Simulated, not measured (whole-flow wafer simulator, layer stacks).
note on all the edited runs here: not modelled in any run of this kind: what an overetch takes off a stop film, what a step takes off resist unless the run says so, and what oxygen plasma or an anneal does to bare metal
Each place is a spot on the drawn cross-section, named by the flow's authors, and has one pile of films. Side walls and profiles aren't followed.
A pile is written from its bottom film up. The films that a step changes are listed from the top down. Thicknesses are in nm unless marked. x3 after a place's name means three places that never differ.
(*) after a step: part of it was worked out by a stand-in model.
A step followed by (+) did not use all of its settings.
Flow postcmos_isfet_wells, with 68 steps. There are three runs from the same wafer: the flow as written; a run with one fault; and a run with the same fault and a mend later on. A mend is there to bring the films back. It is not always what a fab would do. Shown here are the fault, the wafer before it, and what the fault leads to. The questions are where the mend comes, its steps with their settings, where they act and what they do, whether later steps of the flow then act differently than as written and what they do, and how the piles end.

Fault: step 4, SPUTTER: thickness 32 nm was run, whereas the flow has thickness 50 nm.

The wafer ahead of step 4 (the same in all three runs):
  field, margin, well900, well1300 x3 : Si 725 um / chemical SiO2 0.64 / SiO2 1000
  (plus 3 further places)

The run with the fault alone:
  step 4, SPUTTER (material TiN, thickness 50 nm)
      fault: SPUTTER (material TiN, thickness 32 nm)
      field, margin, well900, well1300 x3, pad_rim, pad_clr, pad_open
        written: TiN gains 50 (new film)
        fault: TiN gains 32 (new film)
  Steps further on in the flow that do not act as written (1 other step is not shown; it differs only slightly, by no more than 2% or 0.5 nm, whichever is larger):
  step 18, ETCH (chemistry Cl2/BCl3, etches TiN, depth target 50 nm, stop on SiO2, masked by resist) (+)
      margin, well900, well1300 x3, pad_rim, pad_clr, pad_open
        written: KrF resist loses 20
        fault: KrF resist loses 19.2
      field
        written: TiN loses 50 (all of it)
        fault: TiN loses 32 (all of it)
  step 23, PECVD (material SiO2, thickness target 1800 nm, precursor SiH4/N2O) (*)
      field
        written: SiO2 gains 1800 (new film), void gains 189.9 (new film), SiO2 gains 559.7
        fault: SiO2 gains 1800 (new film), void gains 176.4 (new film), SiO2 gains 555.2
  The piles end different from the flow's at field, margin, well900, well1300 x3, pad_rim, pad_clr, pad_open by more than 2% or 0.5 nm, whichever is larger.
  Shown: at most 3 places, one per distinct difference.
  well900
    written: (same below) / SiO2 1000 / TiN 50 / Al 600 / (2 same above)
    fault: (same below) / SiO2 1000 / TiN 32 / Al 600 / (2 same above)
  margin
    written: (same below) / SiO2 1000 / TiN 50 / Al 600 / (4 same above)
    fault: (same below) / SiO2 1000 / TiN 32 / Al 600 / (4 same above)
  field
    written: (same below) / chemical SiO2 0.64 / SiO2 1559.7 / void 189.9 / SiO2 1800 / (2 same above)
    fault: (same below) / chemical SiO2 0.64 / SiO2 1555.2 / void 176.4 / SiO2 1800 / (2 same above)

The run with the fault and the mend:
  After step 4 comes the mend.
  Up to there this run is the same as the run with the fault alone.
  step 4a, SPUTTER (material TiN, thickness 18 nm) (the flow's step 4 again, with other settings)
      field, margin, well900, well1300 x3, pad_rim, pad_clr, pad_open
        TiN gains 18
  Every later step of the flow that is run acts as written at every place that is followed.
  At every place that both follow, the piles at the end match the flow's.
